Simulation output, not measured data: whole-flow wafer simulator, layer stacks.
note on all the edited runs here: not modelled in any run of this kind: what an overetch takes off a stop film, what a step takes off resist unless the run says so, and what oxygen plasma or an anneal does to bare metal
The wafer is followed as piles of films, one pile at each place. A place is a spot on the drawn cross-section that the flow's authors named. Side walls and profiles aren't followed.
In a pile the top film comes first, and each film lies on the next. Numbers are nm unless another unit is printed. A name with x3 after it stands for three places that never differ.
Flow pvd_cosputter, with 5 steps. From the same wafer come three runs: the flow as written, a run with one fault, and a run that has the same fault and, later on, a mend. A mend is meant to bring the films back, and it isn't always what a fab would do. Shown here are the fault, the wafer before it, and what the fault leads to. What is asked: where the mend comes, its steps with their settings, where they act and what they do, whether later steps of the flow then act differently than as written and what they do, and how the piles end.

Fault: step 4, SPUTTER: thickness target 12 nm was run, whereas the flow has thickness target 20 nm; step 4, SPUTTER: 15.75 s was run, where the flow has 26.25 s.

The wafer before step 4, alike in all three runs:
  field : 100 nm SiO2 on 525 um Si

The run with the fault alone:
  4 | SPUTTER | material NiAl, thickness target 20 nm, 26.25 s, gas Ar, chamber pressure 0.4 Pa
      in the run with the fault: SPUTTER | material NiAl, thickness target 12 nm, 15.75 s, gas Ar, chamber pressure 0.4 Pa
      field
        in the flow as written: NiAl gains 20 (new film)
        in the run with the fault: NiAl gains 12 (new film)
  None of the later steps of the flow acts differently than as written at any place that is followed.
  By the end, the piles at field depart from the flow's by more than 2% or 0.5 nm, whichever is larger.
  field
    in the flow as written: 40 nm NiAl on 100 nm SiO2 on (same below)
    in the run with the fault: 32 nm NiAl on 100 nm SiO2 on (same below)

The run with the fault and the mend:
  After step 4 comes the mend.
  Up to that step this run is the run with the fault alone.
  4a | SPUTTER | material NiAl, thickness target 8 nm, 10.5 s, gas Ar, chamber pressure 0.4 Pa (the flow's step 4, run once more with other settings)
      field
        NiAl gains 8
  None of the later steps of the flow acts differently than as written at any place that is followed.
  By the end, the piles equal the flow's at every place that both follow.
